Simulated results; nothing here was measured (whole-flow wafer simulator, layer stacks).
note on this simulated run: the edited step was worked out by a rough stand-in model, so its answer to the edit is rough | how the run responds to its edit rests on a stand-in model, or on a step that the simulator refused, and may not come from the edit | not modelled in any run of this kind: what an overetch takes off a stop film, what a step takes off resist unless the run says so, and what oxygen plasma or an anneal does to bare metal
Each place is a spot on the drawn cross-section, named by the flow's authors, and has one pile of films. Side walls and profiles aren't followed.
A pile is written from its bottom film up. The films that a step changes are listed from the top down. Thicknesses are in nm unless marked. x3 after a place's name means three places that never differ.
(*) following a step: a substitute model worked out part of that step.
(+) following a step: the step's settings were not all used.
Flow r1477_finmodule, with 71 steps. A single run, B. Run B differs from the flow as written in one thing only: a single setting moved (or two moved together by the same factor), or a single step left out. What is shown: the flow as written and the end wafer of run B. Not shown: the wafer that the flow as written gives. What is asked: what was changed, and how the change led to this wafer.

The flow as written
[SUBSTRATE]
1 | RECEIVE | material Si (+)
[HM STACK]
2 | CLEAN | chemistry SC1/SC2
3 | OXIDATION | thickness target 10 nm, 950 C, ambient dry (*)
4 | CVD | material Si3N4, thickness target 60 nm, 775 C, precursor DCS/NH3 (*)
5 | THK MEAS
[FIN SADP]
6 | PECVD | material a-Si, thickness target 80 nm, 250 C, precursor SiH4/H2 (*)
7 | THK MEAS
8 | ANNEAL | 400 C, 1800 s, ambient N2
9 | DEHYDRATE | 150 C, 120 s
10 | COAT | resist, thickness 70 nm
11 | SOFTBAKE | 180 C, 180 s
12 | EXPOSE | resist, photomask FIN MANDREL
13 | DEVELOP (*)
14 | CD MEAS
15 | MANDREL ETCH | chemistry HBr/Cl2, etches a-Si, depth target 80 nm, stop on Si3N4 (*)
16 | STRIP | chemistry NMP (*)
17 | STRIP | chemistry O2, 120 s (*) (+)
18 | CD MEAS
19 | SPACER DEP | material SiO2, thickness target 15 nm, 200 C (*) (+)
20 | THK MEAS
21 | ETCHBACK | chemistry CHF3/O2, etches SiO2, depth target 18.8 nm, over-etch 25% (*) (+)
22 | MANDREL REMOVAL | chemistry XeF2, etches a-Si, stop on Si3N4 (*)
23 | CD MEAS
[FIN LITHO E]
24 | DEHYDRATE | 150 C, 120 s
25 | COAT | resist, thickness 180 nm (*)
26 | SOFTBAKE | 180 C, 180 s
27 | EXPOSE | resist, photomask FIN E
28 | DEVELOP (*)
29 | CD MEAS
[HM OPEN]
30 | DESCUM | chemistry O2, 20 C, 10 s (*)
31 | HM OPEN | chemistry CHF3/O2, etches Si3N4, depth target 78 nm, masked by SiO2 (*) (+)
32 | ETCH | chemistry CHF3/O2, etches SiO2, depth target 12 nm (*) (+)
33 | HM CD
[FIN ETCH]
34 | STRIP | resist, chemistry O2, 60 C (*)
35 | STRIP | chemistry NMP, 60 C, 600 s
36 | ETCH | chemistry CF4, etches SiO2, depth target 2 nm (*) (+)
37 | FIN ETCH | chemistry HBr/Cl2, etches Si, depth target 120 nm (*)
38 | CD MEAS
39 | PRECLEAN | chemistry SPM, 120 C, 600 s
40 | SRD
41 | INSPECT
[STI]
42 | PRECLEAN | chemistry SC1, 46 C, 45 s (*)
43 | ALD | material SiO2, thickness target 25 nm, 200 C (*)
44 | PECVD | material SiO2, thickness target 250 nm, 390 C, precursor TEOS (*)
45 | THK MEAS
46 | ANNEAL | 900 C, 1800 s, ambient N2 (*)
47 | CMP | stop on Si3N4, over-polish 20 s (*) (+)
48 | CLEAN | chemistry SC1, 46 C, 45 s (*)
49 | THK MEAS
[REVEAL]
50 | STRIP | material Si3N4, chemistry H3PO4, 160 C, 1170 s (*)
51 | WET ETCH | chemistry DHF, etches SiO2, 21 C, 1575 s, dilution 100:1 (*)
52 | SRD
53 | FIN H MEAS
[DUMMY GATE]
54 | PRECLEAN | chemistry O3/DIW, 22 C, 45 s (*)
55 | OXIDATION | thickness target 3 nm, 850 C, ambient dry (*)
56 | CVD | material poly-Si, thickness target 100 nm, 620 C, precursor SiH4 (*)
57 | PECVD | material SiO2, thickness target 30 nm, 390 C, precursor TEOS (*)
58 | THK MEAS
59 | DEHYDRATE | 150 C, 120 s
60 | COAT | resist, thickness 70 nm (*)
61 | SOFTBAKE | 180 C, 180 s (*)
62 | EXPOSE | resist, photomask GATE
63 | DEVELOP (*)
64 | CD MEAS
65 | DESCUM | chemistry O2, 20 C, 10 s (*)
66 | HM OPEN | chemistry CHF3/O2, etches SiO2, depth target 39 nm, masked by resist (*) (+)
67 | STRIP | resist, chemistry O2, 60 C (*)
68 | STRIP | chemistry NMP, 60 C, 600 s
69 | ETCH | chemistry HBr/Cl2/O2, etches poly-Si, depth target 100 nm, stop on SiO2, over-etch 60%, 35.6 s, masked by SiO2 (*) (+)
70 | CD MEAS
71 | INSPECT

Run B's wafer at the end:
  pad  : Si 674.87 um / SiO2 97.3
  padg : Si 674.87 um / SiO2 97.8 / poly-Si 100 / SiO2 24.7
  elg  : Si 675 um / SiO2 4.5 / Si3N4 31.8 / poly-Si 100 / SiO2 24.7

The reason: step 3, OXIDATION: thickness target 4.5 nm was run, whereas the flow has thickness target 10 nm.
The wafer itself shows it: elg has SiO2 4.5, and step 3 as written asks for 10 nm.

Step by step, how the change led to this:
  3 | OXIDATION | thickness target 10 nm, 950 C, ambient dry (*)
      pad, padg, elg and 33 more: SiO2 gains 4.5 (new film), chemical SiO2 loses 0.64 (all of it), Si loses 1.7 (in the flow as written it would be: SiO2 gains 10 (new film), chemical SiO2 loses 0.64 (all of it), Si loses 4.12)
  31 | HM OPEN | chemistry CHF3/O2, etches Si3N4, depth target 78 nm, masked by SiO2 (*) (+)
      s40cg, s45cg, s50cg, s40co, s45co, s50co: Si3N4 loses 60 (all of it), SiO2 loses 4.5 (all of it) (in the flow as written it would be: Si3N4 loses 60 (all of it), SiO2 loses 9)
      pad, padg, esg and 13 more: Si3N4 loses 56.4 (all of it), SiO2 loses 4.5 (all of it) (in the flow as written it would be: Si3N4 loses 56.4 (all of it), SiO2 loses 10 (all of it))
  32 | ETCH | chemistry CHF3/O2, etches SiO2, depth target 12 nm (*) (+)
      s40cg, s40co: Si loses 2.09 (in the flow as written it would be: SiO2 loses 1 (all of it), Si loses 2.2)
      s45cg, s45co: Si loses 2.13 (in the flow as written it would be: SiO2 loses 1 (all of it), Si loses 2.2)
      (also at 2 further places)
  43 | ALD | material SiO2, thickness target 25 nm, 200 C (*)
      s40cg, s45cg, s40co, s45co: SiO2 gains 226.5 (new film) (in the flow as written it would be: SiO2 gains 232.1 (new film))
      s50cg, s50co: SiO2 gains 226.6 (new film) (in the flow as written it would be: SiO2 gains 232.1 (new film))
      (also at 1 further place)
  47 | CMP | stop on Si3N4, over-polish 20 s (*) (+)
      pad, padg, e40sg and 11 more: SiO2 loses 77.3 (in the flow as written it would be: SiO2 loses 71.8)
      eso: SiO2 loses 77.9 (in the flow as written it would be: SiO2 loses 72.4)
  51 | WET ETCH | chemistry DHF, etches SiO2, 21 C, 1575 s, dilution 100:1 (*)
      s40sg_line, s45sg_line, s50sg_line, s40so_line, s45so_line, s50so_line: SiO2 loses 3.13 (all of it) (in the flow as written it would be: SiO2 loses 8.63 (all of it))
  56 | CVD | material poly-Si, thickness target 100 nm, 620 C, precursor SiH4 (*)
      s40cg, s40co: poly-Si gains 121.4 (new film) (in the flow as written it would be: poly-Si gains 113.9 (new film))
      s45cg, s45co: poly-Si gains 118.9 (new film) (in the flow as written it would be: poly-Si gains 113.4 (new film))
      (also at 2 further places)
  60 | COAT | resist, thickness 70 nm (*)
      s40cg, s40co: resist gains 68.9 (new film) (in the flow as written it would be: resist gains 70.6 (new film))
      s40sg, s40so: resist gains 96.8 (new film) (in the flow as written it would be: resist gains 91 (new film))
      (also at 4 further places)
  63 | DEVELOP (*)
      s40co: resist loses 68.9 (all of it) (in the flow as written it would be: resist loses 70.6 (all of it))
      s40so: resist loses 96.8 (all of it) (in the flow as written it would be: resist loses 91 (all of it))
      (also at 2 further places)
  67 | STRIP | resist, chemistry O2, 60 C (*)
      s40cg: resist loses 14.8 (all of it) (in the flow as written it would be: resist loses 16.5 (all of it))
      s40sg: resist loses 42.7 (all of it) (in the flow as written it would be: resist loses 36.9 (all of it))
      (also at 2 further places)
  69 | ETCH | chemistry HBr/Cl2/O2, etches poly-Si, depth target 100 nm, stop on SiO2, over-etch 60%, 35.6 s, masked by SiO2 (*) (+)
      s40co: chemical SiO2 loses 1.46 (all of it), poly-Si loses 119 (all of it), SiO2 loses 0.2 (in the flow as written it would be: chemical SiO2 loses 1.46 (all of it), poly-Si loses 111.5 (all of it), SiO2 loses 0.24)
      s45co: chemical SiO2 loses 1.46 (all of it), poly-Si loses 116.4 (all of it), SiO2 loses 0.22 (in the flow as written it would be: chemical SiO2 loses 1.46 (all of it), poly-Si loses 110.9 (all of it), SiO2 loses 0.25)
      (also at 1 further place)
